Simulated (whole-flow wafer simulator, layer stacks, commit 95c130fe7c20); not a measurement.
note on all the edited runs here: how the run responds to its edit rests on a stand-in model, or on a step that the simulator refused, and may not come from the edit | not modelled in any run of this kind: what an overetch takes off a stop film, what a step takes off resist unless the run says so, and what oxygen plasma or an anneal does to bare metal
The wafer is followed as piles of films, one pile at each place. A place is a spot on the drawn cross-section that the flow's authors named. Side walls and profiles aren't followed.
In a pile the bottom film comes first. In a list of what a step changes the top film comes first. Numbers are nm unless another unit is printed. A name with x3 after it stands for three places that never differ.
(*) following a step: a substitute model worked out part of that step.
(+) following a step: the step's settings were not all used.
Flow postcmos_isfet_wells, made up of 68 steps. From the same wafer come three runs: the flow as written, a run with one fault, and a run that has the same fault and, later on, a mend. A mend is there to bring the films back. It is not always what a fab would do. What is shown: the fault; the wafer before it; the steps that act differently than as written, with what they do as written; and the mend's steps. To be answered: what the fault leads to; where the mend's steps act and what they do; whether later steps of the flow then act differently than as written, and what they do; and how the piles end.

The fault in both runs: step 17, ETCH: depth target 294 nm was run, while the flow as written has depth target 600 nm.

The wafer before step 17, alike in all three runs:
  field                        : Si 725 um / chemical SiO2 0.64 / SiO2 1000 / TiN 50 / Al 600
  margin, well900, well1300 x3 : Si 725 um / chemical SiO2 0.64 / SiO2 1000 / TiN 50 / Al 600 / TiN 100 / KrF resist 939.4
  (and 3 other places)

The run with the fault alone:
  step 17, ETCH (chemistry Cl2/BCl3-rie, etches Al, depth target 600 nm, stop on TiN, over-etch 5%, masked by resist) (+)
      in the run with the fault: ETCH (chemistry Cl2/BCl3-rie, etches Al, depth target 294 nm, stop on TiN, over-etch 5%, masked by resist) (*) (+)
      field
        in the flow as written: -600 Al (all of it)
        in the run with the fault: -294 Al
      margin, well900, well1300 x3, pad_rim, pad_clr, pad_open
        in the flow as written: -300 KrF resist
        in the run with the fault: -147 KrF resist
  Steps further on in the flow that do not act as written:
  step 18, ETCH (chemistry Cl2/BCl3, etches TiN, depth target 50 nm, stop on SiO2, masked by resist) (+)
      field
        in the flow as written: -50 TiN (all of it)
        in the run with the fault: -50 Al
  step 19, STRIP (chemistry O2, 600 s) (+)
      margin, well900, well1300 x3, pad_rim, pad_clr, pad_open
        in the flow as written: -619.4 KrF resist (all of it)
        in the run with the fault: -772.4 KrF resist (all of it)
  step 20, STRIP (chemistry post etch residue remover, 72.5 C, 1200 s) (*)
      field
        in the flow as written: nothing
        in the run with the fault: -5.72 Al
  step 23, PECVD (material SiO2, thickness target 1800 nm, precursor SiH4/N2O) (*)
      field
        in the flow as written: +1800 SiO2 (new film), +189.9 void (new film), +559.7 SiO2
        in the run with the fault: +2249.3 SiO2 (new film)
  The piles end different from the flow's at field by more than 2% or 0.5 nm, whichever is larger.
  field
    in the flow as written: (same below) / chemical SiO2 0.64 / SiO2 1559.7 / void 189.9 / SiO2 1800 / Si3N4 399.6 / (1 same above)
    in the run with the fault: (same below) / chemical SiO2 0.64 / SiO2 1000 / TiN 50 / Al 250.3 / SiO2 2249.3 / Si3N4 399.6 / (1 same above)

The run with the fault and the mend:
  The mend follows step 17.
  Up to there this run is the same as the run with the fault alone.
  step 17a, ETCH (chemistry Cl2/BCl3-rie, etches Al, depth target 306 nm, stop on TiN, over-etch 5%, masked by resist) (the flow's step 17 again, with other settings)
      margin, well900, well1300 x3, pad_rim, pad_clr, pad_open
        -153 KrF resist
      field
        -306 Al (all of it)
  Every later step of the flow that is run acts as written at every place that is followed.
  By the end, the piles equal the flow's at every place that both follow.
